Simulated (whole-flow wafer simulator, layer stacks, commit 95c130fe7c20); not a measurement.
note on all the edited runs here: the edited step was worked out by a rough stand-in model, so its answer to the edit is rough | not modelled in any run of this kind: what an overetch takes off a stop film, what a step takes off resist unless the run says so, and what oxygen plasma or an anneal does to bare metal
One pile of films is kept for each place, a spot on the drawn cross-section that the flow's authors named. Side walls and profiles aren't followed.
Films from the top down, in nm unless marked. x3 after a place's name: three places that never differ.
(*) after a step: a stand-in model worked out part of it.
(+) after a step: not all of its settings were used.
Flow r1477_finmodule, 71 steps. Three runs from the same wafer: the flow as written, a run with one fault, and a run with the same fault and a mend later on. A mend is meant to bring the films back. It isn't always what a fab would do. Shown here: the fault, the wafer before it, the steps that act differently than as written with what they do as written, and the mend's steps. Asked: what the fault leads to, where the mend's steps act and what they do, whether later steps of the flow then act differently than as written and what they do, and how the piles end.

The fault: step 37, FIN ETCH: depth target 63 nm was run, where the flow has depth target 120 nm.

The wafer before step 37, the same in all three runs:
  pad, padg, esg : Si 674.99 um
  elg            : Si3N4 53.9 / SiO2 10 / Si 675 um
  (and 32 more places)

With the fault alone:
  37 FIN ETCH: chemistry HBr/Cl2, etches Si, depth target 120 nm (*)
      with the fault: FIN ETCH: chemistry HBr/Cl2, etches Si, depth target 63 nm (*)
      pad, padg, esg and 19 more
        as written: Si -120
        with the fault: Si -63
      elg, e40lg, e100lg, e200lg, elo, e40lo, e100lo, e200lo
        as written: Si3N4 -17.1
        with the fault: Si3N4 -9
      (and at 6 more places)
  Later steps of the flow that act differently than as written (3 more steps differ only slightly, by at most 2% or 0.5 nm, whichever is larger, and aren't shown):
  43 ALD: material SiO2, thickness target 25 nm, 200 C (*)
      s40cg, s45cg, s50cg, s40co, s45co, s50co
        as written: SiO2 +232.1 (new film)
        with the fault: SiO2 +179.5 (new film)
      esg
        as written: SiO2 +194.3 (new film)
        with the fault: SiO2 +145.4 (new film)
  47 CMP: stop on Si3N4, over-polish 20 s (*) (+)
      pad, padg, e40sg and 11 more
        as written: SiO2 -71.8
        with the fault: SiO2 -128.8
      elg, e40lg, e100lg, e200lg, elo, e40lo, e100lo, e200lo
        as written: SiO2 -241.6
        with the fault: SiO2 -249.7
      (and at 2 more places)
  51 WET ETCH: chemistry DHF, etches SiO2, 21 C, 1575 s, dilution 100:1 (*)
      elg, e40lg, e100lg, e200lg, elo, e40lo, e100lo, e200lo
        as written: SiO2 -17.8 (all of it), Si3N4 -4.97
        with the fault: SiO2 -9.71 (all of it), Si3N4 -5.63
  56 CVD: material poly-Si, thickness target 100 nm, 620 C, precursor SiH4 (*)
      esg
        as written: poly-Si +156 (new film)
        with the fault: poly-Si +163.4 (new film)
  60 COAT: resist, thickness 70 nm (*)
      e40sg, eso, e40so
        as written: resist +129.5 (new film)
        with the fault: resist +136.5 (new film)
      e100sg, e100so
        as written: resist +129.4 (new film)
        with the fault: resist +136.4 (new film)
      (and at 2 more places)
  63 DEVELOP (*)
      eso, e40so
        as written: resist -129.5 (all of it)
        with the fault: resist -136.5 (all of it)
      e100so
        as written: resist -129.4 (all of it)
        with the fault: resist -136.4 (all of it)
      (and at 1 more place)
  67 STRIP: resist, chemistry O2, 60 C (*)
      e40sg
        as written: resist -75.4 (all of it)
        with the fault: resist -82.4 (all of it)
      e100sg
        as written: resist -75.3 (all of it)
        with the fault: resist -82.3 (all of it)
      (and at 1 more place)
  At the end the piles differ from the flow's by more than 2% or 0.5 nm, whichever is larger, at pad, padg, elg and 27 more.
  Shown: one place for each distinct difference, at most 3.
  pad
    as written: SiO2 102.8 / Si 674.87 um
    with the fault: SiO2 46 / Si 674.93 um
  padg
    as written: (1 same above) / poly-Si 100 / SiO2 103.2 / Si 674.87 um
    with the fault: (1 same above) / poly-Si 100 / SiO2 46.4 / Si 674.93 um
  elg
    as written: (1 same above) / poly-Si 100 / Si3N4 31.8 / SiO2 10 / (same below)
    with the fault: (1 same above) / poly-Si 100 / Si3N4 39.2 / SiO2 10 / (same below)

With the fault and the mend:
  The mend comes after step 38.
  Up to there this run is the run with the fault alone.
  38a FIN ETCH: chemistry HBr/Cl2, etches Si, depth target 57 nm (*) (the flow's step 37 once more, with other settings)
      pad, padg, esg and 19 more
        Si -57
      elg, e40lg, e100lg, e200lg, elo, e40lo, e100lo, e200lo
        Si3N4 -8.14
      s40sg_line, s45sg_line, s50sg_line, s40so_line, s45so_line, s50so_line
        SiO2 -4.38
  No later step of the flow acts differently than as written at any place that is followed.
  At the end the piles are the same as the flow's at every place that both follow.
